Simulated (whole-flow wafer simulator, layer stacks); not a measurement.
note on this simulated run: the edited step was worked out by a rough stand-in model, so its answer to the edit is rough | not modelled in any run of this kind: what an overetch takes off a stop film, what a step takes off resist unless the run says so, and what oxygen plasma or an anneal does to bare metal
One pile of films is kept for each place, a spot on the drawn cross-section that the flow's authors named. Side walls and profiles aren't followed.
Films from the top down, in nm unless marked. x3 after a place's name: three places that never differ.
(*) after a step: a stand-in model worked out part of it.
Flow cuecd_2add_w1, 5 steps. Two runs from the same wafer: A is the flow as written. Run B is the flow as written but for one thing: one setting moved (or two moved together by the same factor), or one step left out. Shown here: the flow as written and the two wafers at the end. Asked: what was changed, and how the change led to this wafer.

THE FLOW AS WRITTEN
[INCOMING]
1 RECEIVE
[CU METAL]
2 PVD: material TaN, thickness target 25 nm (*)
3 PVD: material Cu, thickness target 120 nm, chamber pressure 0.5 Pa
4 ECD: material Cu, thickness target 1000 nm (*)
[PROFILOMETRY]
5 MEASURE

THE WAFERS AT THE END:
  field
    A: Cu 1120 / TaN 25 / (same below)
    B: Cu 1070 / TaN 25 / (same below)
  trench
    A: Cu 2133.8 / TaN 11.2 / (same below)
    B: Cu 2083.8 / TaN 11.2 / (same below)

The cause: step 4, ECD: thickness target 950 nm was run, where the flow has thickness target 1000 nm.

How the change led to this, step by step:
  4 ECD: material Cu, thickness target 1000 nm (*)
      field: A Cu +1000 | B Cu +950
      trench: A Cu +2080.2 | B Cu +2030.2
